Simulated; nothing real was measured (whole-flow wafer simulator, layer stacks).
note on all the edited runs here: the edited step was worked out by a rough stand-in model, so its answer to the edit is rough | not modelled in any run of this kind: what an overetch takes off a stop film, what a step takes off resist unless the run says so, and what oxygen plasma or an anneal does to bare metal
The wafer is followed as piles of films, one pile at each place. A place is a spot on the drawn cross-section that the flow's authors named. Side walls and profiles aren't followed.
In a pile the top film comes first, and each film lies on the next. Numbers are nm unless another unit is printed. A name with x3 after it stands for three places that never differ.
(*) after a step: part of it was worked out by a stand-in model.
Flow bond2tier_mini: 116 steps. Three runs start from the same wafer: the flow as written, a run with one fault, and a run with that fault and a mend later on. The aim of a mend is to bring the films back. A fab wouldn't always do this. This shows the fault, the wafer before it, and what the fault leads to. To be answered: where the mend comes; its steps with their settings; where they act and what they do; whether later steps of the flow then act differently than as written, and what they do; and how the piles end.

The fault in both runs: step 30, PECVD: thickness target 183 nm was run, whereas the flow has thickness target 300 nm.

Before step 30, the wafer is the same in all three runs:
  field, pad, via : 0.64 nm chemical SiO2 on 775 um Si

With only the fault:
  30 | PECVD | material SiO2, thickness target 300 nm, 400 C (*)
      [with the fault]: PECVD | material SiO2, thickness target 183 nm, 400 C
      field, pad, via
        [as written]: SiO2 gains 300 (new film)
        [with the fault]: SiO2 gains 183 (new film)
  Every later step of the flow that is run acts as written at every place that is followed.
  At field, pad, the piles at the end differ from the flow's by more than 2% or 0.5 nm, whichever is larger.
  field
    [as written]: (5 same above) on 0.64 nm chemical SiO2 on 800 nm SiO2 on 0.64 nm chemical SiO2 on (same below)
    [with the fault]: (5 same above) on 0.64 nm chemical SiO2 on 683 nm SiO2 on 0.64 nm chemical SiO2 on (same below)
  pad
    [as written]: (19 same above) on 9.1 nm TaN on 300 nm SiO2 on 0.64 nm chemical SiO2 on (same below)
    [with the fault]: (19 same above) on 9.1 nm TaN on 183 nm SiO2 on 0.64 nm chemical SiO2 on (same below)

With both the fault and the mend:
  The mend stands after step 30.
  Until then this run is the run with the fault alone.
  30a | PECVD | material SiO2, thickness target 117 nm, 400 C (a further turn of the flow's step 30, with different settings)
      field, pad, via
        SiO2 gains 117
  Every later step of the flow that is run acts as written at every place that is followed.
  By the end, the piles equal the flow's at every place that both follow.
